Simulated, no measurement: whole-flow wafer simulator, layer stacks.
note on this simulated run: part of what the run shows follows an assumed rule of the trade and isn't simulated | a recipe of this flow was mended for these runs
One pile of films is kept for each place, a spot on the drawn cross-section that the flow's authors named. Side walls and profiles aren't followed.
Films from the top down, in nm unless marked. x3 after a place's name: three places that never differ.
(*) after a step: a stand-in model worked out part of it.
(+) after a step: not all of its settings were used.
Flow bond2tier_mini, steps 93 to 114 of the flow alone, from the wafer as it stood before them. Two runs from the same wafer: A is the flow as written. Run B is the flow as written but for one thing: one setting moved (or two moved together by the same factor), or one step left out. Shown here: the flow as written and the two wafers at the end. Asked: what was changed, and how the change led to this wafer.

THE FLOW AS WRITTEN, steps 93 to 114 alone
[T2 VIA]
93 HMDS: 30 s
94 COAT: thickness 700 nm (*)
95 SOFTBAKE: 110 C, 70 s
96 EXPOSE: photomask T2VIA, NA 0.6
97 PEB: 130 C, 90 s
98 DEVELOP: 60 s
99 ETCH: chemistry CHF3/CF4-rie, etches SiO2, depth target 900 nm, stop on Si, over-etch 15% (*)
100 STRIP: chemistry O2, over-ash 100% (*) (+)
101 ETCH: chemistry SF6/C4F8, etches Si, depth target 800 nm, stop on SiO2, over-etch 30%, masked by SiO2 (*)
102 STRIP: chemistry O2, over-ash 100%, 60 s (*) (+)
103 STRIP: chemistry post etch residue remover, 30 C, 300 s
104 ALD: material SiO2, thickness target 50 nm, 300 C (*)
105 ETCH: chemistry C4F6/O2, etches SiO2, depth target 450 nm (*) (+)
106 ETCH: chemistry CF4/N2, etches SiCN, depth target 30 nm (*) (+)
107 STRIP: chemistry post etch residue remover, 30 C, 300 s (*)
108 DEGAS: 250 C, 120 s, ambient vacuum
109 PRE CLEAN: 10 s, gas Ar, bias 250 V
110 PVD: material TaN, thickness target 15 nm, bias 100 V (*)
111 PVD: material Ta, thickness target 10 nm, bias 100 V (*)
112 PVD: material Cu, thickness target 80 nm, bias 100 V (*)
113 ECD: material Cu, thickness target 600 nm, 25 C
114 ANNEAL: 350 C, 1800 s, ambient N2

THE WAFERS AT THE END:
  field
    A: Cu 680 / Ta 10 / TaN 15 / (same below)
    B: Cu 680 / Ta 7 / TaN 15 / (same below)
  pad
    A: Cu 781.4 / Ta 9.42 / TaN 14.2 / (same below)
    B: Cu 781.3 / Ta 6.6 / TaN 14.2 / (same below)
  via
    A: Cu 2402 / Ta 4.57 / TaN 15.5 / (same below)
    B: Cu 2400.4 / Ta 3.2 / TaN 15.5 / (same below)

The cause: step 111, PVD: thickness target 7 nm was run, where the flow has thickness target 10 nm.
It can be read off the wafer: field has Ta 7, and step 111 as written asks for 10 nm.

How the change led to this, step by step:
  111 PVD: material Ta, thickness target 10 nm, bias 100 V (*)
      field: A Ta +10 (new film) | B Ta +7 (new film)
      pad: A Ta +9.42 (new film) | B Ta +6.6 (new film)
      (and at 1 more place)
